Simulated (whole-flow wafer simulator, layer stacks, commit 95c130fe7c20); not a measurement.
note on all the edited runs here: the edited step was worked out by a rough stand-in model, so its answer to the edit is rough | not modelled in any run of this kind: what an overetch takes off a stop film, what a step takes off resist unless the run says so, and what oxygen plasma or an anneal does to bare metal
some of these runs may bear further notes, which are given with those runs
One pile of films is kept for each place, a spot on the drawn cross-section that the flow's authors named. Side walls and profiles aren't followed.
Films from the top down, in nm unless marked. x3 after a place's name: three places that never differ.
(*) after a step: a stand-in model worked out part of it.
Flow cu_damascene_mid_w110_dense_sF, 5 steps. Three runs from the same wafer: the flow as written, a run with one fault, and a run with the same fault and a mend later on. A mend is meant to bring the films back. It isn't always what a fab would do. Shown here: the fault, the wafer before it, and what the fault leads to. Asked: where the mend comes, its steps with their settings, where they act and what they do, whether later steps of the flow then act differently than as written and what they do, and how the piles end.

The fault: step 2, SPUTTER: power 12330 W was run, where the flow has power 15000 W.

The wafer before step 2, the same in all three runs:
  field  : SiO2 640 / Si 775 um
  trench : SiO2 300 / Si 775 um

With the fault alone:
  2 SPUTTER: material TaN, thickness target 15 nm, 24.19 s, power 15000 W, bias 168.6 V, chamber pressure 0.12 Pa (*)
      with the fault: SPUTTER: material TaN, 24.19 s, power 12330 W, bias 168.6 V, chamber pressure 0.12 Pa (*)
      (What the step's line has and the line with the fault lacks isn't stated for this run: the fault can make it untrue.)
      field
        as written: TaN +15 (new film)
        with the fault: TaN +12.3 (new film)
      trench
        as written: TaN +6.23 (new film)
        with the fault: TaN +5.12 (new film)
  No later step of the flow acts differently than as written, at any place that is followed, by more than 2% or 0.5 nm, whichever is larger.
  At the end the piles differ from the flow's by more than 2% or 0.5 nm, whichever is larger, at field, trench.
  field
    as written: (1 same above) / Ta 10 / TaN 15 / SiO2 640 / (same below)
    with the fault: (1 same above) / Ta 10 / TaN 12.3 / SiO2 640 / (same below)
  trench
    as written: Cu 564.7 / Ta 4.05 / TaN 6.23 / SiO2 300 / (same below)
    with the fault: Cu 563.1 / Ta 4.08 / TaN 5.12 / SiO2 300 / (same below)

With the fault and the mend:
  The mend comes after step 2.
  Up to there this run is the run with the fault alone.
  2a SPUTTER: material TaN, 4.31 s, power 15000 W, bias 168.6 V, chamber pressure 0.12 Pa (*) (the flow's step 2 once more, with other settings)
      field
        TaN +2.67
      trench
        TaN +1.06
  No later step of the flow acts differently than as written, at any place that is followed, by more than 2% or 0.5 nm, whichever is larger.
  At the end the piles differ from the flow's only slightly at the places that both follow, by at most 2% or 0.5 nm, whichever is larger.
